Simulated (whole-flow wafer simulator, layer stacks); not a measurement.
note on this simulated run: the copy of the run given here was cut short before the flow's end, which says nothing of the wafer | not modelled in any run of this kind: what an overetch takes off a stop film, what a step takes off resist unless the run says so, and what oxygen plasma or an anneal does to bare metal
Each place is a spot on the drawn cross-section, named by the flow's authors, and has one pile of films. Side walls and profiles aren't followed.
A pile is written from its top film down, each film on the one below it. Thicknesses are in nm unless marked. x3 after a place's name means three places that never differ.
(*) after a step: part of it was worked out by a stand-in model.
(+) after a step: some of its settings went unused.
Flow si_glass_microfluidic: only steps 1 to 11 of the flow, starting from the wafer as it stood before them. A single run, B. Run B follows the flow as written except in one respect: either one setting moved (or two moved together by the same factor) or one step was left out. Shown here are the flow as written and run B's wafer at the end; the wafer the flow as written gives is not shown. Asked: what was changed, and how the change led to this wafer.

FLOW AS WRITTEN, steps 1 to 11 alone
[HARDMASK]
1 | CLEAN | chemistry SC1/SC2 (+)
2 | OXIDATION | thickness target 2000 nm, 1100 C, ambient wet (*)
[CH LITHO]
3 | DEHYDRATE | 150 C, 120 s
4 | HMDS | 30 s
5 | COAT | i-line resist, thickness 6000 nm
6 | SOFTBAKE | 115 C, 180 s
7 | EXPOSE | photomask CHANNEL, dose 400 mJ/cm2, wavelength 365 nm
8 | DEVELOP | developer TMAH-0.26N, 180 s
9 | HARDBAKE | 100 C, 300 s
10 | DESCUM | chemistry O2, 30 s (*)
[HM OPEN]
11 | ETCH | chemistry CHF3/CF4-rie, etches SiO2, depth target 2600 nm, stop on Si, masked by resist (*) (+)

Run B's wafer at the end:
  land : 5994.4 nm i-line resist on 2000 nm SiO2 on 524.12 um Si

Cause: step 5, COAT: thickness 6900 nm was run, though the flow has thickness 6000 nm.

Step by step, how the change led to this:
  5 | COAT | i-line resist, thickness 6000 nm
      land, ch100 x9: +6900 i-line resist (new film) (it would be, as written: +6000 i-line resist (new film))
  8 | DEVELOP | developer TMAH-0.26N, 180 s
      ch100 x9: -6900 i-line resist (all of it) (it would be, as written: -6000 i-line resist (all of it))
  9 | HARDBAKE | 100 C, 300 s
      land: -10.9 i-line resist (it would be, as written: -7.06 i-line resist)
